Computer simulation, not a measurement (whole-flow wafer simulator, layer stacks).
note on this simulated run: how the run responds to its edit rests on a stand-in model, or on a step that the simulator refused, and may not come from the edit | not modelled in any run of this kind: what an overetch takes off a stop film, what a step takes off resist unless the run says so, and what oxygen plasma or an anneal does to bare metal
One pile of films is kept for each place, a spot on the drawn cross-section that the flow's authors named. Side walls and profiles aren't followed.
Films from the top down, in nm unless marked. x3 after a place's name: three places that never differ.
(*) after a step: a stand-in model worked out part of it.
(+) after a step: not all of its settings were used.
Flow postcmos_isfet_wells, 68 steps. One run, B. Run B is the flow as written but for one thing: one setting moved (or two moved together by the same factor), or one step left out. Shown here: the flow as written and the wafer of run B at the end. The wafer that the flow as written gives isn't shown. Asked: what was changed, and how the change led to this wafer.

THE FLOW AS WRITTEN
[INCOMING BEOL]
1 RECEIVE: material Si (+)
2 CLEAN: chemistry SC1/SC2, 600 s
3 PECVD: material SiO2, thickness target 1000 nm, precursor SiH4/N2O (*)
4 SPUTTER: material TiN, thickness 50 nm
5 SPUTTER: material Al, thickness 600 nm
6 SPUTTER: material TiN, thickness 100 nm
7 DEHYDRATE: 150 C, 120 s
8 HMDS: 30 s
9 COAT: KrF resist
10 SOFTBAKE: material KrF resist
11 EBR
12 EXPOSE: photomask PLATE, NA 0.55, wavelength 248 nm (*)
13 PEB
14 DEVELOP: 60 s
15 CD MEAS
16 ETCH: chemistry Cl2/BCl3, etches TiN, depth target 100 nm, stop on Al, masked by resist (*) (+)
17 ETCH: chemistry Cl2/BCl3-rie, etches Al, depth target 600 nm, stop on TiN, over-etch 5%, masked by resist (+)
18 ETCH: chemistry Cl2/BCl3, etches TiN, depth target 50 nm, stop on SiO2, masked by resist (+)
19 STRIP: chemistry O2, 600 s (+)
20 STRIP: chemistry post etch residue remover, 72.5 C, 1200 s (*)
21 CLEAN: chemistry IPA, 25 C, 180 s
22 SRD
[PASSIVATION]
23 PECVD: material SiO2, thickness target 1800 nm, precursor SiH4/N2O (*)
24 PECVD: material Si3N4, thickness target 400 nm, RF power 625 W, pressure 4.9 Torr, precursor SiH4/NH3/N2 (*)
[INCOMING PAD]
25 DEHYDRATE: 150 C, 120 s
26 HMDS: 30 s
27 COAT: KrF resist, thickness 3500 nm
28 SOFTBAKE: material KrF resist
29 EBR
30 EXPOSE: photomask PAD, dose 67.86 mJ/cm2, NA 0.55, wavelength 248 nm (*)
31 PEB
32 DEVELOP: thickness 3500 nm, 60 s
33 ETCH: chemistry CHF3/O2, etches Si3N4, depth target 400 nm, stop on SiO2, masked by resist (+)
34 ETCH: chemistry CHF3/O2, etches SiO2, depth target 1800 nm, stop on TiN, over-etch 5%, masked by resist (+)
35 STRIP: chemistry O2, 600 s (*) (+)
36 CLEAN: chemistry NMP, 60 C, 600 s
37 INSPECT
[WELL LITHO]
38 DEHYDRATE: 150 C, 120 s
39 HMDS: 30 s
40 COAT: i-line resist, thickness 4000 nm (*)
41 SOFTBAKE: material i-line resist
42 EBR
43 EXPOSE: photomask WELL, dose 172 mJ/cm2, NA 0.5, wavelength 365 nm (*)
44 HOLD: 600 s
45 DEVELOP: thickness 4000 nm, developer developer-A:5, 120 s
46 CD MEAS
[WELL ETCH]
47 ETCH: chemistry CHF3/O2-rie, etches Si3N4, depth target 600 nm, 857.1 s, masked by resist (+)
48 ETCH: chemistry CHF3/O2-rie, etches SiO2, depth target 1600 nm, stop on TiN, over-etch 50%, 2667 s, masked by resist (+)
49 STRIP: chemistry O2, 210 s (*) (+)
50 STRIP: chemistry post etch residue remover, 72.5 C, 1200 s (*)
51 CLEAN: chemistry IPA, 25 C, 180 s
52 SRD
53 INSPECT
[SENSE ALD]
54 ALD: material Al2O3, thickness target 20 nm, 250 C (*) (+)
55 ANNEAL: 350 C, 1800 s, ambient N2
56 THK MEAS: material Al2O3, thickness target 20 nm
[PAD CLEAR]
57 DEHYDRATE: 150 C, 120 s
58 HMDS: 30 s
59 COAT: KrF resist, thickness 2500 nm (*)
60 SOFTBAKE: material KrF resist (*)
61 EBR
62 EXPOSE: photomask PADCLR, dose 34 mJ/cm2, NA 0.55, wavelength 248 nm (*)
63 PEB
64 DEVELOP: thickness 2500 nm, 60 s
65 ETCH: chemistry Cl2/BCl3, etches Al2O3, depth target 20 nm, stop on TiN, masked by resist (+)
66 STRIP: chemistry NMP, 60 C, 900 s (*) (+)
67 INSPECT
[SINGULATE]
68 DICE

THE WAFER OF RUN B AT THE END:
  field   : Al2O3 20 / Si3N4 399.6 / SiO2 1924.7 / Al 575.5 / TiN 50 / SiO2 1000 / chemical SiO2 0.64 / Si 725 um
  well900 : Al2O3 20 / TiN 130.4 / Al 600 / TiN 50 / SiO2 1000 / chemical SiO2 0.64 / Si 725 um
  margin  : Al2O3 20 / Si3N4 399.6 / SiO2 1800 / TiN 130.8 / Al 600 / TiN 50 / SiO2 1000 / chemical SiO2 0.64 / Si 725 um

The cause: step 6, SPUTTER: thickness 131.2 nm was run, where the flow has thickness 100 nm.

How the change led to this, step by step:
  6 SPUTTER: material TiN, thickness 100 nm
      field, margin, well900 and 6 more: TiN +131.2 (new film) (as written it would be: TiN +100 (new film))
  16 ETCH: chemistry Cl2/BCl3, etches TiN, depth target 100 nm, stop on Al, masked by resist (*) (+)
      field: TiN -100 (as written it would be: TiN -100 (all of it))
  17 ETCH: chemistry Cl2/BCl3-rie, etches Al, depth target 600 nm, stop on TiN, over-etch 5%, masked by resist (+)
      field: nothing (as written it would be: Al -600 (all of it))
  18 ETCH: chemistry Cl2/BCl3, etches TiN, depth target 50 nm, stop on SiO2, masked by resist (+)
      field: TiN -31.2 (all of it), Al -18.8 (as written it would be: TiN -50 (all of it))
  20 STRIP: chemistry post etch residue remover, 72.5 C, 1200 s (*)
      field: Al -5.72 (as written it would be: nothing)
  23 PECVD: material SiO2, thickness target 1800 nm, precursor SiH4/N2O (*)
      field: SiO2 +1924.7 (new film) (as written it would be: SiO2 +1800 (new film), void +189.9 (new film), SiO2 +559.7)
Counting metal films that touch as one body, field has 1 body; the flow as written gives 0 bodies.
